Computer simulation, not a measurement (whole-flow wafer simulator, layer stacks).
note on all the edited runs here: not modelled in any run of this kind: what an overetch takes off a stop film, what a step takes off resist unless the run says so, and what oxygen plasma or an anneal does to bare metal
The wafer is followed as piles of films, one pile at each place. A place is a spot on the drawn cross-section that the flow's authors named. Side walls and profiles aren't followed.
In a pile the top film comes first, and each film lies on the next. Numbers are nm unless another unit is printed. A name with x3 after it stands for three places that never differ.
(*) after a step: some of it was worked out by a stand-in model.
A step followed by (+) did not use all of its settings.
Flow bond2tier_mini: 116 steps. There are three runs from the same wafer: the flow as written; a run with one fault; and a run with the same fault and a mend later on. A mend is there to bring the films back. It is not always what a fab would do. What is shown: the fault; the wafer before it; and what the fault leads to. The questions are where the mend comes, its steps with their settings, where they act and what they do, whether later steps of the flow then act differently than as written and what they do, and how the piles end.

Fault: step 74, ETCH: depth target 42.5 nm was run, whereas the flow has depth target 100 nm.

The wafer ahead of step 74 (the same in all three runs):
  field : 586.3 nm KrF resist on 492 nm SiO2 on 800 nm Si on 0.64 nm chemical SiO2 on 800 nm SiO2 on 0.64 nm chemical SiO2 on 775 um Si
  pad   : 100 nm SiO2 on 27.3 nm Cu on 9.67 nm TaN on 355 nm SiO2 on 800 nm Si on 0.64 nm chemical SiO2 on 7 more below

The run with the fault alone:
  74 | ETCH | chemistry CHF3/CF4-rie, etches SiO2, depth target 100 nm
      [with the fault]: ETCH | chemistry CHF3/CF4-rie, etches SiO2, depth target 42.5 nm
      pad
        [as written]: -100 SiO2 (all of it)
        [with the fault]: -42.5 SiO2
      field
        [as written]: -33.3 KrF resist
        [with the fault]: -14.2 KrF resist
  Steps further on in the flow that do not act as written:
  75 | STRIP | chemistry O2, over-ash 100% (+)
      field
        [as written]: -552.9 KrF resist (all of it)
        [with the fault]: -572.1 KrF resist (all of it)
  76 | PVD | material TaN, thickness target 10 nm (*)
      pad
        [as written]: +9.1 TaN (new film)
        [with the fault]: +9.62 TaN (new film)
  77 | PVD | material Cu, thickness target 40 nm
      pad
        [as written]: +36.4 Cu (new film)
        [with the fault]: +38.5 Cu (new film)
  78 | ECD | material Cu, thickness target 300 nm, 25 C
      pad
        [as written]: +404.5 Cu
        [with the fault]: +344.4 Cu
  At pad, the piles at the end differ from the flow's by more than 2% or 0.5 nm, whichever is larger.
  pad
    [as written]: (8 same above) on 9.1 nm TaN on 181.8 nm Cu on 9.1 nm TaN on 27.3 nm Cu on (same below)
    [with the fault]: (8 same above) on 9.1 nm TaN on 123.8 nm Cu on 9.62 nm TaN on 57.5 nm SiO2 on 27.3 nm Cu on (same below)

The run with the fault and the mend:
  The mend stands after step 74.
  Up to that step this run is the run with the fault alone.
  74a | ETCH | chemistry CHF3/CF4-rie, etches SiO2, depth target 57.5 nm (a further turn of the flow's step 74, with different settings)
      field
        -19.2 KrF resist
      pad
        -57.5 SiO2 (all of it)
  Every later step of the flow that is run acts as written at every place that is followed.
  The piles end the same as the flow's at every place that both follow.
